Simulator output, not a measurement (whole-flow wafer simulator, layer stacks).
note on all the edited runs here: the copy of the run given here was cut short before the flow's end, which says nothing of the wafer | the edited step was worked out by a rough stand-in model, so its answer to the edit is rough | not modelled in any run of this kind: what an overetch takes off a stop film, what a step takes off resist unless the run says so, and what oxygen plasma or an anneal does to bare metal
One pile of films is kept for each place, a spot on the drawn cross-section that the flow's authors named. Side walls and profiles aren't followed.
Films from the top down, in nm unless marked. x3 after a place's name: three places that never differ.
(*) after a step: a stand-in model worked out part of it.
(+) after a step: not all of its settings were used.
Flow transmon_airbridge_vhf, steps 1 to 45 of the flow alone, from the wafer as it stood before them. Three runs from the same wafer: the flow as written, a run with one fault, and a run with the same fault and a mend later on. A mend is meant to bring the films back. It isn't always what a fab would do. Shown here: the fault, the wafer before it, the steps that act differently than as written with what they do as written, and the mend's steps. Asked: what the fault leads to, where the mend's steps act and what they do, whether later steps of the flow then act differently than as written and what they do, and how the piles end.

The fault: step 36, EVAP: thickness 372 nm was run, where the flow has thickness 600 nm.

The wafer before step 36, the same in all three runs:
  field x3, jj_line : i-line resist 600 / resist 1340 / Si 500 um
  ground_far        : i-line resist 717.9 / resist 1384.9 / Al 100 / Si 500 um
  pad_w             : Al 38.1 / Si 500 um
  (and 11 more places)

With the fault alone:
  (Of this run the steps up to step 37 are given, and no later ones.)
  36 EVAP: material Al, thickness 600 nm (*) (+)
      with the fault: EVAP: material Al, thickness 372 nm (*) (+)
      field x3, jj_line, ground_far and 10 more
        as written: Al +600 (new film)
        with the fault: Al +372 (new film)
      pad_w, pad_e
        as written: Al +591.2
        with the fault: Al +366.6
  Later steps of the flow that act differently than as written:
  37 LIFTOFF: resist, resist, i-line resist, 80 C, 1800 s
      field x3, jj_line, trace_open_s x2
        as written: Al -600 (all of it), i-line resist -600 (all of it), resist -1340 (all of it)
        with the fault: Al -372 (all of it), i-line resist -600 (all of it), resist -1340 (all of it)
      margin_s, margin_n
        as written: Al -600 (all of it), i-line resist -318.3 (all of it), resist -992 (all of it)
        with the fault: Al -372 (all of it), i-line resist -318.3 (all of it), resist -992 (all of it)
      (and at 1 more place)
  After step 37 the piles differ from the flow's by more than 2% or 0.5 nm, whichever is larger, at pad_w, flank_w, gap_w, cpw_trace, gap_e, flank_e, pad_e, bridge_strip.
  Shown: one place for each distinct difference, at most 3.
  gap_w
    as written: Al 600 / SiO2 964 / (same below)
    with the fault: Al 372 / SiO2 964 / (same below)
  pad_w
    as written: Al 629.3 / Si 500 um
    with the fault: Al 404.6 / Si 500 um
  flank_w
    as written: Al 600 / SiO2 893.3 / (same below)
    with the fault: Al 372 / SiO2 893.3 / (same below)

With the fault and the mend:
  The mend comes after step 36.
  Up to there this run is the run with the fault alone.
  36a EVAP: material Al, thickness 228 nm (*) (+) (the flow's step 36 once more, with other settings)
      field x3, jj_line, ground_far and 10 more
        Al +228
      pad_w, pad_e
        Al +224.6
  No later step of the flow acts differently than as written, at any place that is followed, by more than 2% or 0.5 nm, whichever is larger.
  At the end the piles differ from the flow's only slightly at the places that both follow, by at most 2% or 0.5 nm, whichever is larger.
